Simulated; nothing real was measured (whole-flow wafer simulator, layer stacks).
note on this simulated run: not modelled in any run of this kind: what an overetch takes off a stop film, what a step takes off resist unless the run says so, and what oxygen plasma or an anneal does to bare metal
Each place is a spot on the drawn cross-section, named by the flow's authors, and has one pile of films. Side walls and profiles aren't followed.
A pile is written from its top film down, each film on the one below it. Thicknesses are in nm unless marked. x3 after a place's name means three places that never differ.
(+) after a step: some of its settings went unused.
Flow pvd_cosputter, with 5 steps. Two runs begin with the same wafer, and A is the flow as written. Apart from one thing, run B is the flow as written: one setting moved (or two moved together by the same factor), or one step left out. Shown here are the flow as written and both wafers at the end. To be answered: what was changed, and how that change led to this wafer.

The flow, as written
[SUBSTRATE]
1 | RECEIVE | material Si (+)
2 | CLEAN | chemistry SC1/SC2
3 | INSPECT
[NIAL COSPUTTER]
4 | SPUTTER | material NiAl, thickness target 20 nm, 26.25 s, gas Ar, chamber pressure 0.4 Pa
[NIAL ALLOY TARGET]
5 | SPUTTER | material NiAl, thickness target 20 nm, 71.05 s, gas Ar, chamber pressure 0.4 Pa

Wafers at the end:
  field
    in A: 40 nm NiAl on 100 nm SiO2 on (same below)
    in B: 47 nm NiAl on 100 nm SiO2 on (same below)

What caused this: step 5, SPUTTER: thickness target 27 nm was run, whereas the flow has thickness target 20 nm.

Step by step, how the change led to this:
  5 | SPUTTER | material NiAl, thickness target 20 nm, 71.05 s, gas Ar, chamber pressure 0.4 Pa
      field: A +20 NiAl | B +27 NiAl
